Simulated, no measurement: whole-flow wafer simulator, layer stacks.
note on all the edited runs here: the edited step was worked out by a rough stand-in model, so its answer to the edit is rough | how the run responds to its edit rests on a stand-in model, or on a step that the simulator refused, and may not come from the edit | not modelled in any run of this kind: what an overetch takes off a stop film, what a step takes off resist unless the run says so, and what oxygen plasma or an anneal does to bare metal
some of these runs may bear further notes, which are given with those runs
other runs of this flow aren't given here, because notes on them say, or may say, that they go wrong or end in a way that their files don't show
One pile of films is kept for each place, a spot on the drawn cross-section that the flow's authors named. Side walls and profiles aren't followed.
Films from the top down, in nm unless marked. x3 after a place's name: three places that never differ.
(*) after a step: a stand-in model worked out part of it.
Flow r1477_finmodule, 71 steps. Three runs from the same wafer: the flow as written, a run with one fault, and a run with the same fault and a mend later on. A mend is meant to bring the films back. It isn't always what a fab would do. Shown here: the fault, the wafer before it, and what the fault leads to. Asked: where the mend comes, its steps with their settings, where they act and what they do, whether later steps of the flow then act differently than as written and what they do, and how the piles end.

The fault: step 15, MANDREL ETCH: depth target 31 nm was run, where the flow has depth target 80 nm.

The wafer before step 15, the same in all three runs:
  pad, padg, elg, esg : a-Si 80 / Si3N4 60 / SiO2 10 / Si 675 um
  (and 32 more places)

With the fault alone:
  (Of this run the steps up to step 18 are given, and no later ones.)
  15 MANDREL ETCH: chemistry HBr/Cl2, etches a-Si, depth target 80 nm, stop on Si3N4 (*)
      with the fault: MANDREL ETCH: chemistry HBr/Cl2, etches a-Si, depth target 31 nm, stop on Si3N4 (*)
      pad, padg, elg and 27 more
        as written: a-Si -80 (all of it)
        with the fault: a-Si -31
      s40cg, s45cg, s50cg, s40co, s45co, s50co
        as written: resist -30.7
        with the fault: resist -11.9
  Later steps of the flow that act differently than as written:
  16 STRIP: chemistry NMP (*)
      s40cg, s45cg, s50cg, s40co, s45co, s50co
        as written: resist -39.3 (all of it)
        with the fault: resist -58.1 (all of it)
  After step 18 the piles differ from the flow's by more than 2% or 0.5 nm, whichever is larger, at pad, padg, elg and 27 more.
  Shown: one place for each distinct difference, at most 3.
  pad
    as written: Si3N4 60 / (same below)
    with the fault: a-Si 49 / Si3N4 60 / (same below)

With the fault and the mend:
  The mend comes after step 16.
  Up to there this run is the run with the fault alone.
  16a DEHYDRATE: 150 C, 120 s (the flow's step 9 once more)
      changes no film at any place that is followed
  16b COAT: resist, thickness 70 nm (*) (the flow's step 10 once more)
      pad, padg, elg and 15 more
        resist +70 (new film)
      s40cg, s40co
        resist +49.6 (new film)
      s40sg, s40so
        resist +80.1 (new film)
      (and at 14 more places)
  16c SOFTBAKE: 180 C, 180 s (*) (the flow's step 11 once more)
      changes no film at any place that is followed
  16d EXPOSE: resist, photomask FIN MANDREL (the flow's step 12 once more)
      changes no film at any place that is followed
  16e DEVELOP (*) (the flow's step 13 once more)
      pad, padg, elg and 15 more
        resist -70 (all of it)
      s40sg, s40so
        resist -80.1 (all of it)
      s40sg_line, s40so_line
        resist -80.4 (all of it)
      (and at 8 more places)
  16f MANDREL ETCH: chemistry HBr/Cl2, etches a-Si, depth target 49 nm, stop on Si3N4 (*) (the flow's step 15 once more, with other settings)
      pad, padg, elg and 27 more
        a-Si -49 (all of it)
      s40cg, s45cg, s50cg, s40co, s45co, s50co
        resist -18.8
  16g STRIP: chemistry NMP (*) (the flow's step 16 once more)
      s40cg, s40co
        resist -30.8 (all of it)
      s45cg, s45co
        resist -32.1 (all of it)
      s50cg, s50co
        resist -33.4 (all of it)
  No later step of the flow acts differently than as written at any place that is followed.
  At the end the piles are the same as the flow's at every place that both follow.
